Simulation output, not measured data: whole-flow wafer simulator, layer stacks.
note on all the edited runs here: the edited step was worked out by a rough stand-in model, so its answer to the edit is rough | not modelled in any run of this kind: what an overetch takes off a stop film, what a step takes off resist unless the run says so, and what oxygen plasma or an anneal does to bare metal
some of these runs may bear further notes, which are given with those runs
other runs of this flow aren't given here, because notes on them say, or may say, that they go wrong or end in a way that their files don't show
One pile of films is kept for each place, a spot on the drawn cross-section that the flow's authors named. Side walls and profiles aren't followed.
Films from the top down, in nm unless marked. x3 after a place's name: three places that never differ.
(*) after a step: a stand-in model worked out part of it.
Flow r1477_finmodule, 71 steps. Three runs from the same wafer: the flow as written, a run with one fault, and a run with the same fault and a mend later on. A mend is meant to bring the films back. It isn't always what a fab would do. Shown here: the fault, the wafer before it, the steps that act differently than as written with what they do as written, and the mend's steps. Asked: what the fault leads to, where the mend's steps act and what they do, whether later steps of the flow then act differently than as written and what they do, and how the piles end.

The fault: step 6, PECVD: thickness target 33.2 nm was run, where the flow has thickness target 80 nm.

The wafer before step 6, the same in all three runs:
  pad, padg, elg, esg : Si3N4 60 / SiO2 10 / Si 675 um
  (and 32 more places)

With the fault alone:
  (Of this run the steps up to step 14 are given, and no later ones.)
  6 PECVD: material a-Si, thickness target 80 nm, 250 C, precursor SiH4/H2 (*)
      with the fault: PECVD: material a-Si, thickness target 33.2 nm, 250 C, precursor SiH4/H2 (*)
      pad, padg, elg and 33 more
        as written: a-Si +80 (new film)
        with the fault: a-Si +33.2 (new film)
  No later step of the flow up to step 14 acts differently than as written at any place that is followed.
  After step 14 the piles differ from the flow's by more than 2% or 0.5 nm, whichever is larger, at pad, padg, elg and 33 more.
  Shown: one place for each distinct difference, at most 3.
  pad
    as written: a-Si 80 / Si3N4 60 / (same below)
    with the fault: a-Si 33.2 / Si3N4 60 / (same below)
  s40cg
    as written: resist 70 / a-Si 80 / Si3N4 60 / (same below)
    with the fault: resist 70 / a-Si 33.2 / Si3N4 60 / (same below)

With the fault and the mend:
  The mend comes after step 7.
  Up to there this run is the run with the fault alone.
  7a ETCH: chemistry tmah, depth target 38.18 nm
      pad, padg, elg and 33 more
        a-Si -33.2 (all of it)
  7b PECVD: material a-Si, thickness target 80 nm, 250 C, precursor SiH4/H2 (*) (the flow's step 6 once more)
      pad, padg, elg and 33 more
        a-Si +80 (new film)
  No later step of the flow acts differently than as written at any place that is followed.
  At the end the piles are the same as the flow's at every place that both follow.
